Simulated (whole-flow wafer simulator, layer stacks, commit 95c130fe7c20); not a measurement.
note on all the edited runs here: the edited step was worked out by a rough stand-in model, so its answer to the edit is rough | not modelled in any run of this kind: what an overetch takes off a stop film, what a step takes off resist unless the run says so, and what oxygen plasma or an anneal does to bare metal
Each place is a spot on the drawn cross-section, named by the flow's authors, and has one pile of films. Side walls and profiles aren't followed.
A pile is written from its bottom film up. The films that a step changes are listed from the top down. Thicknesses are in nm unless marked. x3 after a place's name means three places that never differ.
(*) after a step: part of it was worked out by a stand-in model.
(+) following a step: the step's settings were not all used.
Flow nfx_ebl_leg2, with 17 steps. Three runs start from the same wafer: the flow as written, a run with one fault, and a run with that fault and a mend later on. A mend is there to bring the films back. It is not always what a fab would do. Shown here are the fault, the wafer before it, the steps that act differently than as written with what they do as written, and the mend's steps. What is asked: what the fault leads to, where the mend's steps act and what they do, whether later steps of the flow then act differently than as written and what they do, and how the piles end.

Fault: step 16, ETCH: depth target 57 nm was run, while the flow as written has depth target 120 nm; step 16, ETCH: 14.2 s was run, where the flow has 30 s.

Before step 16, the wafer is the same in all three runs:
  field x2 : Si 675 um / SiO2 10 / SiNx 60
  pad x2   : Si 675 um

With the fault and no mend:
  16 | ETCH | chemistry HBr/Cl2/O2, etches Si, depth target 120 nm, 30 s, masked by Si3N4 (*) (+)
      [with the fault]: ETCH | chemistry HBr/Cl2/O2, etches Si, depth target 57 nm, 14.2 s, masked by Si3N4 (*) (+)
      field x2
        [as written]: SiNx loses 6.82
        [with the fault]: SiNx loses 3.23
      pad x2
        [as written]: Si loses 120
        [with the fault]: Si loses 57
  Every later step of the flow that is run acts as written at every place that is followed.
  At field x2, the piles at the end differ from the flow's by more than 2% or 0.5 nm, whichever is larger.
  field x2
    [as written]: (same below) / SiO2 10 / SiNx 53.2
    [with the fault]: (same below) / SiO2 10 / SiNx 56.8

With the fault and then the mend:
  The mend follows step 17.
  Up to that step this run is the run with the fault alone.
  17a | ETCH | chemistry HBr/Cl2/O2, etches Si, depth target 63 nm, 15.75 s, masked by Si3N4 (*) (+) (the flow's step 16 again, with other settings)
      field x2
        SiNx loses 3.58
      pad x2
        Si loses 63
  Every later step of the flow that is run acts as written at every place that is followed.
  By the end, the piles equal the flow's at every place that both follow.
